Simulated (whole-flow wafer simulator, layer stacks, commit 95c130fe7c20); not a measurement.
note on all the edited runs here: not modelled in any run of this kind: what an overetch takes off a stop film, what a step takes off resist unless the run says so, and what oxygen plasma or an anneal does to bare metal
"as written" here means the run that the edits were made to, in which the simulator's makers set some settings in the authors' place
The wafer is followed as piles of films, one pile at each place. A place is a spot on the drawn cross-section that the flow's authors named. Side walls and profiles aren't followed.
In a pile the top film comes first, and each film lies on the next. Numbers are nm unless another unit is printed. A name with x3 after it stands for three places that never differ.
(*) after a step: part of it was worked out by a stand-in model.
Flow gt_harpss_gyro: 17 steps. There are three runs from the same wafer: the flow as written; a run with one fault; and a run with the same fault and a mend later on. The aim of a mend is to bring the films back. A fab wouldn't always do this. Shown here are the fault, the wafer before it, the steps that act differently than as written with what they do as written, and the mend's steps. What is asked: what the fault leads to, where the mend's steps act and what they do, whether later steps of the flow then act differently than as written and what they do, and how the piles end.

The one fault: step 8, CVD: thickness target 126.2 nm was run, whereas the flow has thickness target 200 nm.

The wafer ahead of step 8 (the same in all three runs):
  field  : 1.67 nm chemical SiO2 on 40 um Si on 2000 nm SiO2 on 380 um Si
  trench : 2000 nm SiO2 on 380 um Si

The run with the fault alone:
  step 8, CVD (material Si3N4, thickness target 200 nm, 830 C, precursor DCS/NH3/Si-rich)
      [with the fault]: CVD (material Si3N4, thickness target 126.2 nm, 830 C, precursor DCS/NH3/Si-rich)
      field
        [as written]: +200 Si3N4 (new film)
        [with the fault]: +126.2 Si3N4 (new film)
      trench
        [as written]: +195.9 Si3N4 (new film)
        [with the fault]: +123.8 Si3N4 (new film)
  Later steps of the flow acting differently than as written:
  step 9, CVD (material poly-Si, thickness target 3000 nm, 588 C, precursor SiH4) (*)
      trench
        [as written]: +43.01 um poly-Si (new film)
        [with the fault]: +43 um poly-Si (new film)
  At field, trench, the piles at the end differ from the flow's by more than 2% or 0.5 nm, whichever is larger.
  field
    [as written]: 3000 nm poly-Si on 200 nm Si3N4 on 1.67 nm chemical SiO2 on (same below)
    [with the fault]: 3000 nm poly-Si on 126.2 nm Si3N4 on 1.67 nm chemical SiO2 on (same below)
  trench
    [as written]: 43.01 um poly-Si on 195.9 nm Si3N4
    [with the fault]: 43 um poly-Si on 123.8 nm Si3N4

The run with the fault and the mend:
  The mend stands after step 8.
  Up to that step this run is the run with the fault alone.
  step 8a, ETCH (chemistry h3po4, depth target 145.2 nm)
      field
        -126.2 Si3N4 (all of it)
      trench
        -123.8 Si3N4 (all of it)
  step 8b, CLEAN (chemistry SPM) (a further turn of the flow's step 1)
      alters no film at any place that is followed
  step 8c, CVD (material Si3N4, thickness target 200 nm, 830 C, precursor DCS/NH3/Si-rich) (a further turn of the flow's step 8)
      field
        +200 Si3N4 (new film)
      trench
        +195.9 Si3N4 (new film)
  None of the later steps of the flow acts differently than as written at any place that is followed.
  The piles end the same as the flow's at every place that both follow.
